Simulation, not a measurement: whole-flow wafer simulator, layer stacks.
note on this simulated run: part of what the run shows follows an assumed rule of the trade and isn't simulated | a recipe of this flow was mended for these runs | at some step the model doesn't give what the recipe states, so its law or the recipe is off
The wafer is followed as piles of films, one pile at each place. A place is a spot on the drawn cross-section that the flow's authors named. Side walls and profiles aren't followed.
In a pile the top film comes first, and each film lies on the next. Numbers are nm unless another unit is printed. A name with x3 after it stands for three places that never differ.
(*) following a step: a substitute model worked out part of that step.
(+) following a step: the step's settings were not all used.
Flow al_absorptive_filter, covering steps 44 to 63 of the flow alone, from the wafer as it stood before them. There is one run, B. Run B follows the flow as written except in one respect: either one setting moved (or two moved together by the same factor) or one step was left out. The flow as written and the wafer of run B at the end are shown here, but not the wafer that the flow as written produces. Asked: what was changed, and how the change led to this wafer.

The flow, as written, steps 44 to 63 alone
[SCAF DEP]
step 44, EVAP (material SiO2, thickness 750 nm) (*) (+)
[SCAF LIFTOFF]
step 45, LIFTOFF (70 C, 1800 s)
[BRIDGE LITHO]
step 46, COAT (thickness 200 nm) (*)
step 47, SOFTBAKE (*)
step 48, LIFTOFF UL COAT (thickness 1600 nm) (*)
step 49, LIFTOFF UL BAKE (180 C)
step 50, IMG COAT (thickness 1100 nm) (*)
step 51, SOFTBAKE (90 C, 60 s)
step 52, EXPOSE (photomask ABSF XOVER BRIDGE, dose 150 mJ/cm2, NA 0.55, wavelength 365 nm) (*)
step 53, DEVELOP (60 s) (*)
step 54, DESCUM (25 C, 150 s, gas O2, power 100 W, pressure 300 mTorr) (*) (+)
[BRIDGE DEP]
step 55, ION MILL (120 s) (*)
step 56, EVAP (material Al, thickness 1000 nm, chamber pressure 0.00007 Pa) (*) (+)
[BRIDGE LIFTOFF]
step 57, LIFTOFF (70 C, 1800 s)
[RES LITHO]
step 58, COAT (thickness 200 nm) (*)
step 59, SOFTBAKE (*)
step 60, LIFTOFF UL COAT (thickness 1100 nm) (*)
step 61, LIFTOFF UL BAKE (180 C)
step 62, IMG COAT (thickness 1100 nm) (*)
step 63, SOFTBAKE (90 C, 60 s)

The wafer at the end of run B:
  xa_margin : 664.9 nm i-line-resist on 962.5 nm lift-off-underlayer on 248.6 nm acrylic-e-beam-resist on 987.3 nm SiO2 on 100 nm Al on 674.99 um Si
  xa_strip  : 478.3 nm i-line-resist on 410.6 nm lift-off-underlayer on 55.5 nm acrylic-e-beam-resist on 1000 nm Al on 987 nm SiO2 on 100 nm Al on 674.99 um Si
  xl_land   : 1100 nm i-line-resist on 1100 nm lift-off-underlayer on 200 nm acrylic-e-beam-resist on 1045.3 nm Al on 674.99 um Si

What caused this: step 44, EVAP: thickness 1020 nm was run, whereas the flow has thickness 750 nm; step 55, ION MILL: 163.2 s was run, where the flow has 120 s.

The path from the change to this, step by step:
  step 44, EVAP (material SiO2, thickness 750 nm) (*) (+)
      gnd, pad_far, pad_near and 10 more: +1020 SiO2 (new film) (as written it would have been: +750 SiO2 (new film))
      xa_margin: +987.3 SiO2 (new film) (as written it would have been: +726 SiO2 (new film))
  step 45, LIFTOFF (70 C, 1800 s)
      gnd, xa_field, xl_land, idc_field: -1020 SiO2 (all of it), -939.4 i-line-resist (all of it), -1100 lift-off-underlayer (all of it), -200 acrylic-e-beam-resist (all of it) (as written it would have been: -750 SiO2 (all of it), -939.4 i-line-resist (all of it), -1100 lift-off-underlayer (all of it), -200 acrylic-e-beam-resist (all of it))
      pad_far: -1020 SiO2 (all of it), -937 i-line-resist (all of it), -1092.7 lift-off-underlayer (all of it), -198.5 acrylic-e-beam-resist (all of it) (as written it would have been: -750 SiO2 (all of it), -937 i-line-resist (all of it), -1092.7 lift-off-underlayer (all of it), -198.5 acrylic-e-beam-resist (all of it))
      (as well as at 5 more places)
  step 46, COAT (thickness 200 nm) (*)
      xa_margin: +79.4 acrylic-e-beam-resist (new film) (as written it would have been: +87.1 acrylic-e-beam-resist (new film))
      xa_strip: +134.7 acrylic-e-beam-resist (new film) (as written it would have been: +156.7 acrylic-e-beam-resist (new film))
      (as well as at 3 more places)
  step 48, LIFTOFF UL COAT (thickness 1600 nm) (*)
      xa_margin: +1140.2 lift-off-underlayer (new film) (as written it would have been: +1268 lift-off-underlayer (new film))
      xa_strip: +1116 lift-off-underlayer (new film) (as written it would have been: +1219 lift-off-underlayer (new film))
      (as well as at 3 more places)
  step 50, IMG COAT (thickness 1100 nm) (*)
      xa_margin: +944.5 i-line-resist (new film) (as written it would have been: +995.2 i-line-resist (new film))
      xa_strip: +898.1 i-line-resist (new film) (as written it would have been: +962 i-line-resist (new film))
      (as well as at 2 more places)
  step 51, SOFTBAKE (90 C, 60 s)
      xa_strip: -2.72 i-line-resist (as written it would have been: -1.93 i-line-resist)
      xl_turn: -2.62 i-line-resist (as written it would have been: -1.83 i-line-resist)
  step 53, DEVELOP (60 s) (*)
      xa_strip: -895.4 i-line-resist (all of it), -1116 lift-off-underlayer (all of it) (as written it would have been: -960.1 i-line-resist (all of it), -1219 lift-off-underlayer (all of it))
      xl_land: -1125.9 i-line-resist (all of it), -1753.6 lift-off-underlayer (all of it) (as written it would have been: -1117.3 i-line-resist (all of it), -1706.9 lift-off-underlayer (all of it))
      (as well as at 2 more places)
  step 54, DESCUM (25 C, 150 s, gas O2, power 100 W, pressure 300 mTorr) (*) (+)
      gnd, pad_far, pad_near and 7 more: -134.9 i-line-resist (as written it would have been: -131.1 i-line-resist)
      xa_strip: -134.7 acrylic-e-beam-resist (all of it) (as written it would have been: -156.7 acrylic-e-beam-resist (all of it))
      (as well as at 3 more places)
  step 55, ION MILL (120 s) (*)
      gnd, pad_far, pad_near and 7 more: -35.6 i-line-resist (as written it would have been: -26.2 i-line-resist)
      xa_strip, xl_gap, xl_turn: -33 SiO2 (as written it would have been: -24.3 SiO2)
      (as well as at 1 more place)
  step 57, LIFTOFF (70 C, 1800 s)
      xa_margin: -1000 Al (all of it), -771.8 i-line-resist (all of it), -1140.2 lift-off-underlayer (all of it), -79.4 acrylic-e-beam-resist (all of it) (as written it would have been: -1000 Al (all of it), -836.1 i-line-resist (all of it), -1268 lift-off-underlayer (all of it), -87.1 acrylic-e-beam-resist (all of it))
  step 58, COAT (thickness 200 nm) (*)
      xa_margin: +248.6 acrylic-e-beam-resist (new film) (as written it would have been: +288.1 acrylic-e-beam-resist (new film))
      xa_strip: +55.5 acrylic-e-beam-resist (new film) (as written it would have been: +66.9 acrylic-e-beam-resist (new film))
      (as well as at 2 more places)
  step 60, LIFTOFF UL COAT (thickness 1100 nm) (*)
      xa_margin: +962.5 lift-off-underlayer (new film) (as written it would have been: +1021 lift-off-underlayer (new film))
      xa_strip: +410.6 lift-off-underlayer (new film) (as written it would have been: +459.8 lift-off-underlayer (new film))
      (as well as at 2 more places)
  step 62, IMG COAT (thickness 1100 nm) (*)
      xa_margin: +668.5 i-line-resist (new film) (as written it would have been: +741.1 i-line-resist (new film))
      xa_strip: +482.4 i-line-resist (new film) (as written it would have been: +577.9 i-line-resist (new film))
      (as well as at 2 more places)
  step 63, SOFTBAKE (90 C, 60 s)
      xa_strip: -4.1 i-line-resist (as written it would have been: -4.64 i-line-resist)
      xl_gap: -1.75 i-line-resist (as written it would have been: -1.04 i-line-resist)
      (as well as at 1 more place)
